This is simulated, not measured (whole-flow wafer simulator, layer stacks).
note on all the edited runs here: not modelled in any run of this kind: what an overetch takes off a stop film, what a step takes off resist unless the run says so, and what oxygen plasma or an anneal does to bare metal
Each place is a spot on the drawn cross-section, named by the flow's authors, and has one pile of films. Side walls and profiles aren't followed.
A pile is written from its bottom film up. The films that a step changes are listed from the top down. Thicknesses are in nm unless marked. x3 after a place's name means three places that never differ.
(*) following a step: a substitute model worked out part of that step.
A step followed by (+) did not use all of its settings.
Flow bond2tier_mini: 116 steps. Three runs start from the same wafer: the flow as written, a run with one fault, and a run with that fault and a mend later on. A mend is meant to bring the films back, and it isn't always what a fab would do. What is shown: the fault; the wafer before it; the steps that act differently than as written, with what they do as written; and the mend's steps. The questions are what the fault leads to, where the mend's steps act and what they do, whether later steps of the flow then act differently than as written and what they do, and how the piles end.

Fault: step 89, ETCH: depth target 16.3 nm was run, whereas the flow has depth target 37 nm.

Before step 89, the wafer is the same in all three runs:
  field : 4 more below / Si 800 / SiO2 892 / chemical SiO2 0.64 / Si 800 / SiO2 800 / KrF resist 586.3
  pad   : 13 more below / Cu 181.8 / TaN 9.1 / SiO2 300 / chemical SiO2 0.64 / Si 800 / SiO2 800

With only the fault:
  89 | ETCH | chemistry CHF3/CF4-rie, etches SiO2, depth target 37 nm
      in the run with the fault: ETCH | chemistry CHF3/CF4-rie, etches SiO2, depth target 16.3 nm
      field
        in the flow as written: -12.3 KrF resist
        in the run with the fault: -5.43 KrF resist
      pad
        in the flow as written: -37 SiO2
        in the run with the fault: -16.3 SiO2
  Steps later in the flow that act otherwise than as written (4 more steps, not shown, differ only slightly: by at most 2% or 0.5 nm, whichever is larger):
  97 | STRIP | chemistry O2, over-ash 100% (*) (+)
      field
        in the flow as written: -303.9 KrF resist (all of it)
        in the run with the fault: -312.7 KrF resist (all of it)
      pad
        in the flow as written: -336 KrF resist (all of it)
        in the run with the fault: -326.8 KrF resist (all of it)
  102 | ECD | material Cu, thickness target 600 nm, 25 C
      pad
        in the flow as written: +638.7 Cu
        in the run with the fault: +617 Cu
  At pad, the piles at the end differ from the flow's by more than 2% or 0.5 nm, whichever is larger.
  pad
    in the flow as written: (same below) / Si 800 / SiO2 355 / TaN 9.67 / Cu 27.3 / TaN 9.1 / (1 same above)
    in the run with the fault: (same below) / Si 800 / SiO2 375.7 / TaN 9.86 / Cu 6.44 / TaN 9.1 / (1 same above)

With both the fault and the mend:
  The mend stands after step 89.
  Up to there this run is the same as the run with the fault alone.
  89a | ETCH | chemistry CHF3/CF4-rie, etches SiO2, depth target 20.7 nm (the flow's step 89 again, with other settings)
      field
        -6.9 KrF resist
      pad
        -20.7 SiO2
  Later steps of the flow that are run all act as written at every place that is followed.
  By the end, the piles equal the flow's at every place that both follow.
